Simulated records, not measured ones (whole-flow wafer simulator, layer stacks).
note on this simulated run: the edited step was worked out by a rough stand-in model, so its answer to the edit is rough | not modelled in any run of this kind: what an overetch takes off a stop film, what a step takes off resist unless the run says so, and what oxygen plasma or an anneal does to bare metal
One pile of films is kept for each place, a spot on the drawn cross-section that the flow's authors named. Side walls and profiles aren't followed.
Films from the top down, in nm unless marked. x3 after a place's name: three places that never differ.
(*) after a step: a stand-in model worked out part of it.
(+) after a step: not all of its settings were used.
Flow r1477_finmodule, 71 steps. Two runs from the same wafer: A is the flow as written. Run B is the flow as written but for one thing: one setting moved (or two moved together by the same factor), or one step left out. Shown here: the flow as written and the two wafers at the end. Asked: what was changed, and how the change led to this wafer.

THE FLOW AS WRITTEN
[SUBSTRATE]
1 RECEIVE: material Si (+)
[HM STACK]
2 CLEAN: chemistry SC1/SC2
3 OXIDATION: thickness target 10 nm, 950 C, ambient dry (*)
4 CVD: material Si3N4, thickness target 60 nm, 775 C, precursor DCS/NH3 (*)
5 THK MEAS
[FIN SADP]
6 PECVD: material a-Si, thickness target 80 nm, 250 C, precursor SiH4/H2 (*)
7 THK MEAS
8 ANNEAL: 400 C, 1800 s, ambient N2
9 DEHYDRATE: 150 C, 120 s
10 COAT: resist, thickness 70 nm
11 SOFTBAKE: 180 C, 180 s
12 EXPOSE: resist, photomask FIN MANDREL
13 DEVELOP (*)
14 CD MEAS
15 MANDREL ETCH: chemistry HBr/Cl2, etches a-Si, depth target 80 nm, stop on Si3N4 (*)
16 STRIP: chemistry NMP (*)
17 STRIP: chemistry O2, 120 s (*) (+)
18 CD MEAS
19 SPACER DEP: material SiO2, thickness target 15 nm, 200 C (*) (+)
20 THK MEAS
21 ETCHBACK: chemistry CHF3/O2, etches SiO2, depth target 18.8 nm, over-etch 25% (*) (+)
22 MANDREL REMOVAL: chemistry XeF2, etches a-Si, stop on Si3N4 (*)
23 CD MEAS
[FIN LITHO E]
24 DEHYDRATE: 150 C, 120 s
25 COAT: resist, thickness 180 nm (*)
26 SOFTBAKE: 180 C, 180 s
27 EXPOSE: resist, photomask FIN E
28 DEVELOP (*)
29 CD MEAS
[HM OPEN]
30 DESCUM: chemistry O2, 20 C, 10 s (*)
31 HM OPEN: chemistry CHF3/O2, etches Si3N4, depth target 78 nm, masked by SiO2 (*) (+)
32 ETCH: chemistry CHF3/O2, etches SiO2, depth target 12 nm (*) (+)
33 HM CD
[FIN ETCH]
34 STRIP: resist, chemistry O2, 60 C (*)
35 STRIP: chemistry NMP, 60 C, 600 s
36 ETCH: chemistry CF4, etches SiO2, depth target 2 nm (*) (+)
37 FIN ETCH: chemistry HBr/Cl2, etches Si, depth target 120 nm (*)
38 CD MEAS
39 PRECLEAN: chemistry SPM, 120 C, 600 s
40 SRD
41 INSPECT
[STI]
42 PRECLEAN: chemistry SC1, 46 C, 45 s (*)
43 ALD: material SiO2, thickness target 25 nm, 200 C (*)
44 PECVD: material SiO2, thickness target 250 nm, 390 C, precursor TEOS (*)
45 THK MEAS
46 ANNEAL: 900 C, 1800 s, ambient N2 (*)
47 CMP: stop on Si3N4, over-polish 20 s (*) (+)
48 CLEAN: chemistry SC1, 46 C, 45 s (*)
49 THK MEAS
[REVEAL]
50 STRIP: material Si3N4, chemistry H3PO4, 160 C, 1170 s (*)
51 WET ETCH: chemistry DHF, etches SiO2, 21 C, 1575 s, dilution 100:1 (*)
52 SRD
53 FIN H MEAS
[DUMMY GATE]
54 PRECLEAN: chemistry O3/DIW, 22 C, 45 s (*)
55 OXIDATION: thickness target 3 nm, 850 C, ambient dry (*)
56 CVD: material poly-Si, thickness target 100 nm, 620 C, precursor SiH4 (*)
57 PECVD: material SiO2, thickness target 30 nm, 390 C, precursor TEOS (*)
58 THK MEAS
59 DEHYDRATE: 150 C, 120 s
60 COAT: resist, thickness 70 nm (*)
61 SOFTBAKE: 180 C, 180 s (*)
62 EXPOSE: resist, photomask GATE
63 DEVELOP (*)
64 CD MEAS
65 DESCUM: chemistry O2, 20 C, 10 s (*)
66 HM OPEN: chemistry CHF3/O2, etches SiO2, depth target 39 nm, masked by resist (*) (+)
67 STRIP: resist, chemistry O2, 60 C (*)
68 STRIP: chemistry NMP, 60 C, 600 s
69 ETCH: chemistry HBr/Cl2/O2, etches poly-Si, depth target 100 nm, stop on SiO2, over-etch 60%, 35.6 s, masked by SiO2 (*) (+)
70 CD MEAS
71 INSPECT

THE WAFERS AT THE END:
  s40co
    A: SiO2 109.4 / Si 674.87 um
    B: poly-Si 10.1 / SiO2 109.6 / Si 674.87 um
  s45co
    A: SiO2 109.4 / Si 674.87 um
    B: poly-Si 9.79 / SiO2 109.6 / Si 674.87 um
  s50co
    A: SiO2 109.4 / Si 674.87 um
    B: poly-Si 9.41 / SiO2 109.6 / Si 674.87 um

The cause: step 56, CVD: thickness target 157.9 nm was run, where the flow has thickness target 100 nm.

How the change led to this, step by step:
  56 CVD: material poly-Si, thickness target 100 nm, 620 C, precursor SiH4 (*)
      pad, padg, elg and 26 more: A poly-Si +100 (new film) | B poly-Si +157.9 (new film)
      s40cg, s40co: A poly-Si +113.9 (new film) | B poly-Si +172.6 (new film)
      (and at 5 more places)
  67 STRIP: resist, chemistry O2, 60 C (*)
      s40cg: A resist -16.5 (all of it) | B resist -15.8 (all of it)
      s45cg: A resist -16.9 (all of it) | B resist -16.1 (all of it)
      (and at 1 more place)
  69 ETCH: chemistry HBr/Cl2/O2, etches poly-Si, depth target 100 nm, stop on SiO2, over-etch 60%, 35.6 s, masked by SiO2 (*) (+)
      pad, eso, e40so, e100so, e200so, s40so, s45so, s50so: A chemical SiO2 -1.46 (all of it), poly-Si -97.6 (all of it), SiO2 -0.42 | B chemical SiO2 -1.46 (all of it), poly-Si -155.5 (all of it)
      elo, e40lo, e100lo, e200lo: A chemical SiO2 -1.46 (all of it), poly-Si -97.6 (all of it), Si3N4 -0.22 | B chemical SiO2 -1.46 (all of it), poly-Si -155.5 (all of it)
      (and at 6 more places)
